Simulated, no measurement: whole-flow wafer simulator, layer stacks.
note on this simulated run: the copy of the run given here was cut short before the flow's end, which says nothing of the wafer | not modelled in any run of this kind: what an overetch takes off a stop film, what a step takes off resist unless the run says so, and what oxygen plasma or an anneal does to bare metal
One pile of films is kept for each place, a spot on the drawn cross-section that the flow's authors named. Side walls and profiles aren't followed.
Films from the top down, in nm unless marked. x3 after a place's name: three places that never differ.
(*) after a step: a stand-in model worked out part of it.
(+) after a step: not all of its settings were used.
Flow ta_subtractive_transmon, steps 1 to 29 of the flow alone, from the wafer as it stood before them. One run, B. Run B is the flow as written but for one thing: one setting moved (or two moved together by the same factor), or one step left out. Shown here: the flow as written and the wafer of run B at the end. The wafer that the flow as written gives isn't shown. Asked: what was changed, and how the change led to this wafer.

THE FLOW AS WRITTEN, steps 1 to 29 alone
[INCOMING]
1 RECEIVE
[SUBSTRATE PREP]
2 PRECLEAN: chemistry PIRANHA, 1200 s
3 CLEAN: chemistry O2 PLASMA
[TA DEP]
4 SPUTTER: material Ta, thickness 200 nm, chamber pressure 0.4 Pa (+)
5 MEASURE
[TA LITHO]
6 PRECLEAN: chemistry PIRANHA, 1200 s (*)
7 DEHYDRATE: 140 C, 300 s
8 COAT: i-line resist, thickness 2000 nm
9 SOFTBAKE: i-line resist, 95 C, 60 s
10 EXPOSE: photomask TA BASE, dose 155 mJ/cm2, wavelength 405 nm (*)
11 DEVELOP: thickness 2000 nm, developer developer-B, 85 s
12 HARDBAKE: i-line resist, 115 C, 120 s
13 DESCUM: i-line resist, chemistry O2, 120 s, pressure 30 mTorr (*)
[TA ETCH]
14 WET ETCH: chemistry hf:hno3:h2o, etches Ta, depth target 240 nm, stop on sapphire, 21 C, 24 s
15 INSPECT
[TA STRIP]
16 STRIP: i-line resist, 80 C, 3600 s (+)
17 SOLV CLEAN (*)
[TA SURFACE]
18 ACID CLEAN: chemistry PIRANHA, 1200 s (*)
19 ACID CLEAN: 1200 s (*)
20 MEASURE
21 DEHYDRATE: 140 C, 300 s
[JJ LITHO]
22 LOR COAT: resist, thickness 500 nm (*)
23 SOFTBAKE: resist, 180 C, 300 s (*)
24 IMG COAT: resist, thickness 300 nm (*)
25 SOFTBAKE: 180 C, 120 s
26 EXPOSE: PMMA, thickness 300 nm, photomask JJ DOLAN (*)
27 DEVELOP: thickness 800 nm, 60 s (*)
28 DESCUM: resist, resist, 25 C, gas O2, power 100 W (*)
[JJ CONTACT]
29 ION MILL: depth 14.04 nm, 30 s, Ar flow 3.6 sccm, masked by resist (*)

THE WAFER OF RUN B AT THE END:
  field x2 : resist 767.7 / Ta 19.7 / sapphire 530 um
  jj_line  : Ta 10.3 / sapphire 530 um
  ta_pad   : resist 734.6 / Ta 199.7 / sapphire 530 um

The cause: step 14, WET ETCH: depth target 180 nm was run, where the flow has depth target 240 nm; step 14, WET ETCH: 18 s was run, where the flow has 24 s.

How the change led to this, step by step:
  14 WET ETCH: chemistry hf:hno3:h2o, etches Ta, depth target 240 nm, stop on sapphire, 21 C, 24 s
      field x2, jj_line, lead: Ta -180 (as written it would be: Ta -200 (all of it))
  29 ION MILL: depth 14.04 nm, 30 s, Ar flow 3.6 sccm, masked by resist (*)
      jj_line, lead: Ta -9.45 (as written it would be: sapphire -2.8)
Counting metal films that touch as one body, field x2 has 1 body; the flow as written gives 0 bodies.
Counting metal films that touch as one body, jj_line has 1 body; the flow as written gives 0 bodies.
